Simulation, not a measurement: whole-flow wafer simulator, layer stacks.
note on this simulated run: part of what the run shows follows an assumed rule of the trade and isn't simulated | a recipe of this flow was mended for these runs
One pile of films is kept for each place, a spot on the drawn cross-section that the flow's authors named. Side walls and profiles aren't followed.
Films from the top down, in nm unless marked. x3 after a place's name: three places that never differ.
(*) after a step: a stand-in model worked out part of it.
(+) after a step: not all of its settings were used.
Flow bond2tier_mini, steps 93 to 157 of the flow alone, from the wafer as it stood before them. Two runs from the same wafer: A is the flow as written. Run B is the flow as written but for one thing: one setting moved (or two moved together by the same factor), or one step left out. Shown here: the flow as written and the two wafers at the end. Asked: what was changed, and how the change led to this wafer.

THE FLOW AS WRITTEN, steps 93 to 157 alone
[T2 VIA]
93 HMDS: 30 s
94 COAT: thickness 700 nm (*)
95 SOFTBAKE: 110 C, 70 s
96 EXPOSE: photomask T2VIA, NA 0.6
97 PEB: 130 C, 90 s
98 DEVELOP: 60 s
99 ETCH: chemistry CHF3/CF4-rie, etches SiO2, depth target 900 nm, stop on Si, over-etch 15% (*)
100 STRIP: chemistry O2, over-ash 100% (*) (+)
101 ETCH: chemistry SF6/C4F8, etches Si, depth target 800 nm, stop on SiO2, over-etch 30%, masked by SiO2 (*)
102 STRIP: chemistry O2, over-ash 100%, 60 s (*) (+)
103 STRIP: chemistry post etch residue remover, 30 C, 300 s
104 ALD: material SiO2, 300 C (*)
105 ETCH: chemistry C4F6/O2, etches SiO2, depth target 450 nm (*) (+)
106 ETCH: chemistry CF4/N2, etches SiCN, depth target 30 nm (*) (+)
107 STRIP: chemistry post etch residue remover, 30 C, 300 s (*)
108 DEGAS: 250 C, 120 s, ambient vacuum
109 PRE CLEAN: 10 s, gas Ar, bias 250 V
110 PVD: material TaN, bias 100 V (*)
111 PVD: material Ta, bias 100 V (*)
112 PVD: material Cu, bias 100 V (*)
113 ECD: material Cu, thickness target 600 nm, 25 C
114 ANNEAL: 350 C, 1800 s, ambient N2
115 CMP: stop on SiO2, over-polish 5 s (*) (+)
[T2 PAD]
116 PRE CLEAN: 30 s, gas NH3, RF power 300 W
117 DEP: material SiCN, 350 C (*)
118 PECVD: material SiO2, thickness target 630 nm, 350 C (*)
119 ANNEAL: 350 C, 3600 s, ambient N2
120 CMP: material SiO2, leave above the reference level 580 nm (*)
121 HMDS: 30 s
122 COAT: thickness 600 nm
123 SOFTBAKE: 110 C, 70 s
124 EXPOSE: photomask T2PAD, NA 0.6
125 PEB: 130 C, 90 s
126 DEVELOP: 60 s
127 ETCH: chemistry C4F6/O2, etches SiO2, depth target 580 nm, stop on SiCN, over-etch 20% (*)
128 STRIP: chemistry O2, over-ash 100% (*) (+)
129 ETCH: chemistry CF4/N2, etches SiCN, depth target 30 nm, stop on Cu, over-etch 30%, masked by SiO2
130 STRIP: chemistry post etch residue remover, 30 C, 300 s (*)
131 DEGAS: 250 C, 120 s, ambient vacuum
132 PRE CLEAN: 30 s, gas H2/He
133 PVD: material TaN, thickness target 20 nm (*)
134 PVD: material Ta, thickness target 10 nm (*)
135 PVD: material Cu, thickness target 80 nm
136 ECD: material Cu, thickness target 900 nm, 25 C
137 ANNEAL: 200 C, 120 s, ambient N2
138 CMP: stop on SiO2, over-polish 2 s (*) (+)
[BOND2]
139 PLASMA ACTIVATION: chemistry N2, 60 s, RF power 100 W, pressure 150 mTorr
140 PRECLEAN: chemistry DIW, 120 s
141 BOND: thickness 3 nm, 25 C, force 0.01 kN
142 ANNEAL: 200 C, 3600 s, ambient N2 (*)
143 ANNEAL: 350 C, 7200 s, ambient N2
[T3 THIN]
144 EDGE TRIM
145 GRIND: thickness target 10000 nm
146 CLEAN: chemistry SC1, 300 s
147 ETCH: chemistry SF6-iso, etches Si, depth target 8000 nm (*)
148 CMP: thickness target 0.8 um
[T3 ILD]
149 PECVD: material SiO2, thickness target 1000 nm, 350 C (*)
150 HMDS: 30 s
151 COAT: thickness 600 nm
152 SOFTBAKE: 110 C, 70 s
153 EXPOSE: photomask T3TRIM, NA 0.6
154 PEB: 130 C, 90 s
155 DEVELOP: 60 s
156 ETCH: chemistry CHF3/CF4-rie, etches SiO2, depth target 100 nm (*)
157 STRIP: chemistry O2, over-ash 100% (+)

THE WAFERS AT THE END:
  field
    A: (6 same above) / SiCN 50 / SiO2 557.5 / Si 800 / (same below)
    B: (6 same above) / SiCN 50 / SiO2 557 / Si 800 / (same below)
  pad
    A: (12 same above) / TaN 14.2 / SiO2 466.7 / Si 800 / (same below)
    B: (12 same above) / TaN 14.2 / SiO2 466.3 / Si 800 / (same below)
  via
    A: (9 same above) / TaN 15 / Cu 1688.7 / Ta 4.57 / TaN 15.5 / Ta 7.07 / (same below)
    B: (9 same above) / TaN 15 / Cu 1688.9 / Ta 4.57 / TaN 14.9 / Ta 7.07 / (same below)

The cause: step 109, PRE CLEAN: bias 310 V was run, where the flow has bias 250 V.

How the change led to this, step by step:
  109 PRE CLEAN: 10 s, gas Ar, bias 250 V
      via: A TaN -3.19 | B TaN -3.84
